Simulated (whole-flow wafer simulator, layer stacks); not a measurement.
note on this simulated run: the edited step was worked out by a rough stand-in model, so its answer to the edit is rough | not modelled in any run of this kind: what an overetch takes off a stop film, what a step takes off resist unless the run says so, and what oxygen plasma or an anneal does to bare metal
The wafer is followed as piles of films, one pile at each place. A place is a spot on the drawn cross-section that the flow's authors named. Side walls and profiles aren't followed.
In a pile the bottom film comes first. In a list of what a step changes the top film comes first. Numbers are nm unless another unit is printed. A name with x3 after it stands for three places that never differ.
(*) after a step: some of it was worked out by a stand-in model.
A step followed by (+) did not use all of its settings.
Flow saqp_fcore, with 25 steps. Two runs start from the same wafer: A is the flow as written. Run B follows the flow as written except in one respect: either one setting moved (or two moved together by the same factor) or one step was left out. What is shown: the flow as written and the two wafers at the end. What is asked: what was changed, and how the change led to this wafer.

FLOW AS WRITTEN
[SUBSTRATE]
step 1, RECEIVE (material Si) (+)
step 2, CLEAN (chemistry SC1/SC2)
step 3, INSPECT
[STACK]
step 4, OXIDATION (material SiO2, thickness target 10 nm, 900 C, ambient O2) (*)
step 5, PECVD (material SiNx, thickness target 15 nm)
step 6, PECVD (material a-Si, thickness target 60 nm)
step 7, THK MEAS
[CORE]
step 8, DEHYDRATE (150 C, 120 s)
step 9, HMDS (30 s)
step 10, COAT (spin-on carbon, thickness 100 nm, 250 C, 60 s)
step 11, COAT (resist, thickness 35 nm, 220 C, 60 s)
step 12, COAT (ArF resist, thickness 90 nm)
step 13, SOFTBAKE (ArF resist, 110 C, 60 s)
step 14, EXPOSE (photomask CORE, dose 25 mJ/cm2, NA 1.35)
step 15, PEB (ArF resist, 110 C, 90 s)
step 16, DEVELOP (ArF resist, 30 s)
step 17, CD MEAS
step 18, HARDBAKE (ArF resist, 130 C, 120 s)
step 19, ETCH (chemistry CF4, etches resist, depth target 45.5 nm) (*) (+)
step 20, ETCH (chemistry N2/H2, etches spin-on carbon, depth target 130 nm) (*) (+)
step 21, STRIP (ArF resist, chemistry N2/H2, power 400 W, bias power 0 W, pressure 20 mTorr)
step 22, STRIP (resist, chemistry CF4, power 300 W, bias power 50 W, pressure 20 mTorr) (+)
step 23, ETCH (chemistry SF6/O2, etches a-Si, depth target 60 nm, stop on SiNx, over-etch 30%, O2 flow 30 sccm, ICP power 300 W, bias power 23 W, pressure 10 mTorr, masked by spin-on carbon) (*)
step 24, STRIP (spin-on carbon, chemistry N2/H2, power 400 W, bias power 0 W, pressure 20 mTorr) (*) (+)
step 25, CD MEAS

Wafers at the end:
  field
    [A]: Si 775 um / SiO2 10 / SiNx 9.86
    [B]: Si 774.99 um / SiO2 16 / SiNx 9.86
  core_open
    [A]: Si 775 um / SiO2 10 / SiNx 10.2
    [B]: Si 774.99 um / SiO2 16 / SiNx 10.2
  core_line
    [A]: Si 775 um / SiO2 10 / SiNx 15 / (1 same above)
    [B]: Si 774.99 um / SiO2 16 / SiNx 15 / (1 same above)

What caused this: step 4, OXIDATION: thickness target 16 nm was run, though the flow has thickness target 10 nm.
One can read it off the wafer: field has SiO2 16, and step 4 as written asks for 10 nm.

The path from the change to this, step by step:
  step 4, OXIDATION (material SiO2, thickness target 10 nm, 900 C, ambient O2) (*)
      field, core_open, core_line: A SiO2 gains 10 (new film), chemical SiO2 loses 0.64 (all of it), Si loses 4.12 | B SiO2 gains 16 (new film), chemical SiO2 loses 0.64 (all of it), Si loses 6.76
